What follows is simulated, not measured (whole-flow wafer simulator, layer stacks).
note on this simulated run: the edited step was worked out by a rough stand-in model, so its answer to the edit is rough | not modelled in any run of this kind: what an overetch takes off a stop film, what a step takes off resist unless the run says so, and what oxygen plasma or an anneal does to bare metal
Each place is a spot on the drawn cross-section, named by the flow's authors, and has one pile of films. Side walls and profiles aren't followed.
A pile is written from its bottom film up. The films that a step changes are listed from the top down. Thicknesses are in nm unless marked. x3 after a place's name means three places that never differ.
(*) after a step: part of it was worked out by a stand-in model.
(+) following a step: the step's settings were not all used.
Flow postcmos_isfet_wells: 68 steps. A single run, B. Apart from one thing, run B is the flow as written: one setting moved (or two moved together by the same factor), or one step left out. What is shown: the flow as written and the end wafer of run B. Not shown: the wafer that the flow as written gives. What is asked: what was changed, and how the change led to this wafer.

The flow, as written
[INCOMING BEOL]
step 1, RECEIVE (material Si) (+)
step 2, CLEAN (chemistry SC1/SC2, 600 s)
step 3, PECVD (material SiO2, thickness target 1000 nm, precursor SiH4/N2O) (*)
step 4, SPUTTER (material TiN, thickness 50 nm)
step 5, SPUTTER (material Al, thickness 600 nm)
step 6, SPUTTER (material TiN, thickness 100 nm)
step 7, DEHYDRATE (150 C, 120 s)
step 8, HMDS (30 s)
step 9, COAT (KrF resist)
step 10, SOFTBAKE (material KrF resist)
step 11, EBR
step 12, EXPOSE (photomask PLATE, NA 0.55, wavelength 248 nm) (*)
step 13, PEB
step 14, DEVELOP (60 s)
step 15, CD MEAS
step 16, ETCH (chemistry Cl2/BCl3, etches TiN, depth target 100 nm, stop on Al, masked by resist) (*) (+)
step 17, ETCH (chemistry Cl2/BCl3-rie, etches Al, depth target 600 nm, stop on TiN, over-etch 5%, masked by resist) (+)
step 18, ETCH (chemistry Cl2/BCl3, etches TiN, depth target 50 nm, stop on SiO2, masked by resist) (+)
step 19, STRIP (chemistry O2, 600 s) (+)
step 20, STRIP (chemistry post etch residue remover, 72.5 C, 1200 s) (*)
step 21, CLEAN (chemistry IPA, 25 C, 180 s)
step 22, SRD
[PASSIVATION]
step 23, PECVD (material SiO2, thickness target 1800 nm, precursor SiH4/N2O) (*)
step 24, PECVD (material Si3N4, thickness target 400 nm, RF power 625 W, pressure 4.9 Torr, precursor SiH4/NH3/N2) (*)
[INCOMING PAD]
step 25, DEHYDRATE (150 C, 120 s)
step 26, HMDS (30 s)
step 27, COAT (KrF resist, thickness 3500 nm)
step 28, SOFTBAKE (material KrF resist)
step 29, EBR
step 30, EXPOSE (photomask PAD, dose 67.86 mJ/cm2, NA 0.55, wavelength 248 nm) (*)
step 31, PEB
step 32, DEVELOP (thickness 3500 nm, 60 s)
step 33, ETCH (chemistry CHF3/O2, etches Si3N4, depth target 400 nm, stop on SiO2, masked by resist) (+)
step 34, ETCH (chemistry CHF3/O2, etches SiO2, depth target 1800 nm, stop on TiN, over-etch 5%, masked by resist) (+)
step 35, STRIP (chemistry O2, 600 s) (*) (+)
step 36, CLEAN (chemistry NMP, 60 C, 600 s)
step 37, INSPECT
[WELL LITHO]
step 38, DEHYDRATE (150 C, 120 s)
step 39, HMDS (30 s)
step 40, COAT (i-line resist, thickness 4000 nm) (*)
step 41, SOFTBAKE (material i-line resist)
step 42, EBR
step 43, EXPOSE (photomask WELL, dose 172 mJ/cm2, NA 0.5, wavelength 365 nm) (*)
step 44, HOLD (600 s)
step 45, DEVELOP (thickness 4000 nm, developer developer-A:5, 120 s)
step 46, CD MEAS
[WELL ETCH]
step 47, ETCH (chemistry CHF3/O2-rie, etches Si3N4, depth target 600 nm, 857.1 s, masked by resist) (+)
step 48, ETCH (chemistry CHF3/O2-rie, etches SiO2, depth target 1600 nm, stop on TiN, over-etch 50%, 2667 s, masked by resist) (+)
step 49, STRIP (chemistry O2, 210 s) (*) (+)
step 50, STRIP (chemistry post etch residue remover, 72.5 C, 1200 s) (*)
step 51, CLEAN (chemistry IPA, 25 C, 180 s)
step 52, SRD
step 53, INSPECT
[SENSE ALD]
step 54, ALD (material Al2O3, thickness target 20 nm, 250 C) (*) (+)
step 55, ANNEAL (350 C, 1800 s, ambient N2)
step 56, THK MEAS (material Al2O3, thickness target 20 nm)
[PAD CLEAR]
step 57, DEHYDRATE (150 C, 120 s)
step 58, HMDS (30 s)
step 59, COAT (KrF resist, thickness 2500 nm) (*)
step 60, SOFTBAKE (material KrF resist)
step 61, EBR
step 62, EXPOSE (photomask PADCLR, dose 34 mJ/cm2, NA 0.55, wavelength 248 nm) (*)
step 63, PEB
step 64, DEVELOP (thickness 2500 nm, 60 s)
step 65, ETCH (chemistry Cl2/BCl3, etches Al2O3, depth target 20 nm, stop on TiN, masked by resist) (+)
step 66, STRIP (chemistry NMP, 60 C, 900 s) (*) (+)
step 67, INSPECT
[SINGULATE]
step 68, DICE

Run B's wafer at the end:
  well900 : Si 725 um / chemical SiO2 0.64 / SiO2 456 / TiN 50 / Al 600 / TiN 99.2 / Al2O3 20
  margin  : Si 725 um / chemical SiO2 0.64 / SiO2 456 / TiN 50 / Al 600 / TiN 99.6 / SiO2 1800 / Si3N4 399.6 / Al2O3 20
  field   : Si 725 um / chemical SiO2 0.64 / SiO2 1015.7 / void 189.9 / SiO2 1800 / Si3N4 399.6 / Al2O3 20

The reason: step 3, PECVD: thickness target 456 nm was run, whereas the flow has thickness target 1000 nm.
The wafer lets one read it off: well900 has SiO2 456, and step 3 as written asks for 1000 nm.

How this came from the change, step by step:
  step 3, PECVD (material SiO2, thickness target 1000 nm, precursor SiH4/N2O) (*)
      field, margin, well900, well1300 x3, pad_rim, pad_clr, pad_open: SiO2 gains 456 (new film) (as written it would have been: SiO2 gains 1000 (new film))
